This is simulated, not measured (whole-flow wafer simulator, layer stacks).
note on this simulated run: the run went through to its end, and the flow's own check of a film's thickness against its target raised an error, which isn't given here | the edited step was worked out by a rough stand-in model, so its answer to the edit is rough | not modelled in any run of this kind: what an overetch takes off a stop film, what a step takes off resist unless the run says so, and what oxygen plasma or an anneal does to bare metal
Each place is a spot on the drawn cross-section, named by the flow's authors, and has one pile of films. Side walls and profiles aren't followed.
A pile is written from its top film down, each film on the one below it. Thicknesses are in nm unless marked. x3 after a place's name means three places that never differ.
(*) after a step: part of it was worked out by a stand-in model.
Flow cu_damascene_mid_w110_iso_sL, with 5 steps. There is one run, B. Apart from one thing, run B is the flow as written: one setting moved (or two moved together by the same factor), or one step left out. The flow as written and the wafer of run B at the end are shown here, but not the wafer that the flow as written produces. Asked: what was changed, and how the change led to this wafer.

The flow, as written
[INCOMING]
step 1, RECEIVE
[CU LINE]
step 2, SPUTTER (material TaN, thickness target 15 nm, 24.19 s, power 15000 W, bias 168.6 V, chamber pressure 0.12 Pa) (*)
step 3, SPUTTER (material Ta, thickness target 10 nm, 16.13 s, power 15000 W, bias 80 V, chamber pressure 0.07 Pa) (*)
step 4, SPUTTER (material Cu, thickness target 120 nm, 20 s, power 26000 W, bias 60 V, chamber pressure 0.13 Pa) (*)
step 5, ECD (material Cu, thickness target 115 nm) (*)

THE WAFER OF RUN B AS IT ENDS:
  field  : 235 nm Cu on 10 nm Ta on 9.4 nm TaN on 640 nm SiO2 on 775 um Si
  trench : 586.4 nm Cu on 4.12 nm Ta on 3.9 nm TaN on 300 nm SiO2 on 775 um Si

What caused this: step 2, SPUTTER: thickness target 9.4 nm was run, whereas the flow has thickness target 15 nm; step 2, SPUTTER: 15.12 s was run, where the flow has 24.19 s.
One can read it off the wafer: field has TaN 9.4, and step 2 as written asks for 15 nm.

Step by step, how the change led to this:
  step 2, SPUTTER (material TaN, thickness target 15 nm, 24.19 s, power 15000 W, bias 168.6 V, chamber pressure 0.12 Pa) (*)
      field: TaN gains 9.4 (new film) (as written it would have been: TaN gains 15 (new film))
      trench: TaN gains 3.9 (new film) (as written it would have been: TaN gains 6.23 (new film))
